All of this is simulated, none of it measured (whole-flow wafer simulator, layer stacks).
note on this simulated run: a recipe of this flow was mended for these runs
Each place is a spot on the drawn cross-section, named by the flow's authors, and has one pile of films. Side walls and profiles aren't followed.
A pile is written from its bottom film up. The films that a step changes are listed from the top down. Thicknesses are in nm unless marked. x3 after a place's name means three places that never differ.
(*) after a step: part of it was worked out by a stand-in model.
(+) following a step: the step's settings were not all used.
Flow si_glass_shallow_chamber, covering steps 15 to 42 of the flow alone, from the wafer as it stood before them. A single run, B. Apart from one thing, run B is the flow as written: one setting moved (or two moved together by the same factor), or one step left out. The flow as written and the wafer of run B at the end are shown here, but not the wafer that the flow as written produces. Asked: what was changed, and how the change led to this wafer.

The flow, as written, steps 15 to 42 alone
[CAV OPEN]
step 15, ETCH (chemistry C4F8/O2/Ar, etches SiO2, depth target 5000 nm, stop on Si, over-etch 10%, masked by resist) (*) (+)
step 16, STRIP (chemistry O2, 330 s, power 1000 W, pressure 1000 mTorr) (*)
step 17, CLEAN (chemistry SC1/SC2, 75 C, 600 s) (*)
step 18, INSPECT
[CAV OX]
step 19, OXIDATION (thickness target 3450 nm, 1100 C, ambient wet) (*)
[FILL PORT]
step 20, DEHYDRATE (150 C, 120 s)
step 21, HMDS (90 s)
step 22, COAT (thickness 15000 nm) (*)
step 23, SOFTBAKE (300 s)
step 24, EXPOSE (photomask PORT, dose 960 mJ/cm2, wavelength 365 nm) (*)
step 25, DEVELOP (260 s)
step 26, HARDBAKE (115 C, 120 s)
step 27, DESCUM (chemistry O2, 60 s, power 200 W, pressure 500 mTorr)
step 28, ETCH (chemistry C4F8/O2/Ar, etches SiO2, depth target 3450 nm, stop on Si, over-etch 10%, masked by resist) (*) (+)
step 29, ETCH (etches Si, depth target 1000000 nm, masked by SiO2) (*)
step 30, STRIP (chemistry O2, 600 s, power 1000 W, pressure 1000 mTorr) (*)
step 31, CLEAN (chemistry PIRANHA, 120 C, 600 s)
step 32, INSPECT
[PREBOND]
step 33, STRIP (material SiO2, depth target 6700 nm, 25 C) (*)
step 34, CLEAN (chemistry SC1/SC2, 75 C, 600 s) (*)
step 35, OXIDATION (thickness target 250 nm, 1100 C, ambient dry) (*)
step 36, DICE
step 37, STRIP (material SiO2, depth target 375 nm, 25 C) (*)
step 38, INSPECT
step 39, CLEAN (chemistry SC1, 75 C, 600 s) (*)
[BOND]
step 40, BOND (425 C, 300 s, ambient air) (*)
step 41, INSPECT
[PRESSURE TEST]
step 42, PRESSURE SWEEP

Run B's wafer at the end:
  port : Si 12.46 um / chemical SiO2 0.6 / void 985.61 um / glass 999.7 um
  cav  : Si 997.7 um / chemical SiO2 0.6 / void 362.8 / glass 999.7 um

The reason: step 15, ETCH: depth target 2562 nm was run, though the flow has depth target 5000 nm.

Step by step, how the change led to this:
  step 15, ETCH (chemistry C4F8/O2/Ar, etches SiO2, depth target 5000 nm, stop on Si, over-etch 10%, masked by resist) (*) (+)
      cav, port: SiO2 loses 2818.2 (it would be, as written: SiO2 loses 5000 (all of it), Si loses 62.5)
      rim, ramp, septum, ring: thick-i-line-resist loses 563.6 (it would be, as written: thick-i-line-resist loses 1100)
  step 16, STRIP (chemistry O2, 330 s, power 1000 W, pressure 1000 mTorr) (*)
      cav, port: nothing (it would be, as written: chemical SiO2 gains 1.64 (new film), Si loses 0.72)
      rim, ramp, septum, ring: thick-i-line-resist loses 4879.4 (all of it) (it would be, as written: thick-i-line-resist loses 4343.1 (all of it))
  step 17, CLEAN (chemistry SC1/SC2, 75 C, 600 s) (*)
      cav, port: SiO2 loses 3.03 (it would be, as written: chemical SiO2 loses 1.04, Si loses 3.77)
  step 19, OXIDATION (thickness target 3450 nm, 1100 C, ambient wet) (*)
      cav, port: SiO2 gains 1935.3, Si loses 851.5 (it would be, as written: SiO2 gains 3450 (new film), chemical SiO2 loses 0.6 (all of it), Si loses 1517.7)
  step 22, COAT (thickness 15000 nm) (*)
      rim: thick-i-line-resist gains 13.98 um (new film) (it would be, as written: thick-i-line-resist gains 13.4 um (new film))
      ramp: thick-i-line-resist gains 13.66 um (new film) (it would be, as written: thick-i-line-resist gains 12.89 um (new film))
      (and at 4 other places as well)
  step 23, SOFTBAKE (300 s)
      rim: thick-i-line-resist loses 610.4 (it would be, as written: thick-i-line-resist loses 997)
      ramp: thick-i-line-resist loses 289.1 (it would be, as written: thick-i-line-resist loses 487.1)
      (and at 4 other places as well)
  step 25, DEVELOP (260 s)
      port: thick-i-line-resist loses 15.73 um (all of it) (it would be, as written: thick-i-line-resist loses 16.16 um (all of it))
  step 26, HARDBAKE (115 C, 120 s)
      rim, ramp: thick-i-line-resist loses 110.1 (it would be, as written: thick-i-line-resist loses 98.2)
      cav: thick-i-line-resist loses 137.7 (it would be, as written: thick-i-line-resist loses 147.1)
  step 28, ETCH (chemistry C4F8/O2/Ar, etches SiO2, depth target 3450 nm, stop on Si, over-etch 10%, masked by resist) (*) (+)
      port: SiO2 loses 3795 (it would be, as written: SiO2 loses 3450 (all of it), Si loses 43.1)
  step 29, ETCH (etches Si, depth target 1000000 nm, masked by SiO2) (*)
      port: SiO2 loses 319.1 (all of it), Si loses 985.24 um (it would be, as written: hole gains 997.05 um (new film), Si loses 997.05 um (all of it))
      rim: thick-i-line-resist loses 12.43 um (all of it), SiO2 loses 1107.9 (it would be, as written: thick-i-line-resist loses 11.47 um (all of it), SiO2 loses 1617.3)
      (and at 3 other places as well)
  step 30, STRIP (chemistry O2, 600 s, power 1000 W, pressure 1000 mTorr) (*)
      port: chemical SiO2 gains 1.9 (new film), Si loses 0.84 (it would be, as written: nothing)
      cav: thick-i-line-resist loses 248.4 (all of it) (it would be, as written: thick-i-line-resist loses 669.6 (all of it))
  step 33, STRIP (material SiO2, depth target 6700 nm, 25 C) (*)
      port: chemical SiO2 loses 1.9 (all of it) (it would be, as written: nothing)
      rim: SiO2 loses 4996.9 (all of it) (it would be, as written: SiO2 loses 4487.5 (all of it))
      (and at 2 other places as well)
  step 34, CLEAN (chemistry SC1/SC2, 75 C, 600 s) (*)
      port: chemical SiO2 gains 0.6 (new film), Si loses 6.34 (it would be, as written: nothing)
  step 35, OXIDATION (thickness target 250 nm, 1100 C, ambient dry) (*)
      port: SiO2 gains 250 (new film), chemical SiO2 loses 0.6 (all of it), Si loses 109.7 (it would be, as written: nothing)
  step 37, STRIP (material SiO2, depth target 375 nm, 25 C) (*)
      port: SiO2 loses 250 (all of it) (it would be, as written: nothing)
  step 39, CLEAN (chemistry SC1, 75 C, 600 s) (*)
      port: chemical SiO2 gains 0.6 (new film), Si loses 6.34 (it would be, as written: nothing)
  step 40, BOND (425 C, 300 s, ambient air) (*)
      port: glass gains 999.7 um (new film), void gains 985.61 um (new film) (it would be, as written: glass gains 999.7 um (new film), hole gains 1017.3)
      cav: glass gains 999.7 um (new film), void gains 362.8 (new film) (it would be, as written: glass gains 999.7 um (new film), void gains 1095.9 (new film))
